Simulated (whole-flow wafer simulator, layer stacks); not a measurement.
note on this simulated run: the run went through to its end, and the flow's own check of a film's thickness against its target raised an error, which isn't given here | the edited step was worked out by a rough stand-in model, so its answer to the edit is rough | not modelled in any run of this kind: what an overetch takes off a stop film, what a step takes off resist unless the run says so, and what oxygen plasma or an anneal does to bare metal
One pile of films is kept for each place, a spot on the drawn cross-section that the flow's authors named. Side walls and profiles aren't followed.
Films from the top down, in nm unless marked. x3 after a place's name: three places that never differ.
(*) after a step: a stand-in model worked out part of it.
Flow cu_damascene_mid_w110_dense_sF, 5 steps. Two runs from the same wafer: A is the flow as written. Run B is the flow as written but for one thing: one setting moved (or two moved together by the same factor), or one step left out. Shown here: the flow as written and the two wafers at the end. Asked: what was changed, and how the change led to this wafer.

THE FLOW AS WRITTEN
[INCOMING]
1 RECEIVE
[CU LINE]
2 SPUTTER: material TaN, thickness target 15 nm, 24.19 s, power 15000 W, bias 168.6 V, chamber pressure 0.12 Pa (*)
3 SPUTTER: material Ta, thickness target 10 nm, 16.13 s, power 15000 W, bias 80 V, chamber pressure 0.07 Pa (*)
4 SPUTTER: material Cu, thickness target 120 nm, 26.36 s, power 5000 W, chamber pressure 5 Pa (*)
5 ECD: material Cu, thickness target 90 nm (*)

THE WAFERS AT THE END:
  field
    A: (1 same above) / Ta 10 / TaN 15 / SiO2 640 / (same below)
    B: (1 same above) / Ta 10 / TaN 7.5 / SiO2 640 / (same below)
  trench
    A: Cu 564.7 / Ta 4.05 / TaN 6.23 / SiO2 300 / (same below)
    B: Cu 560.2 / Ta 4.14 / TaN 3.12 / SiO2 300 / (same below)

The cause: step 2, SPUTTER: thickness target 7.5 nm was run, where the flow has thickness target 15 nm.
It can be read off the wafer: field has TaN 7.5, and step 2 as written asks for 15 nm.

How the change led to this, step by step:
  2 SPUTTER: material TaN, thickness target 15 nm, 24.19 s, power 15000 W, bias 168.6 V, chamber pressure 0.12 Pa (*)
      field: A TaN +15 (new film) | B TaN +7.5 (new film)
      trench: A TaN +6.23 (new film) | B TaN +3.12 (new film)
  4 SPUTTER: material Cu, thickness target 120 nm, 26.36 s, power 5000 W, chamber pressure 5 Pa (*)
      trench: A Cu +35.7 (new film) | B Cu +36.6 (new film)
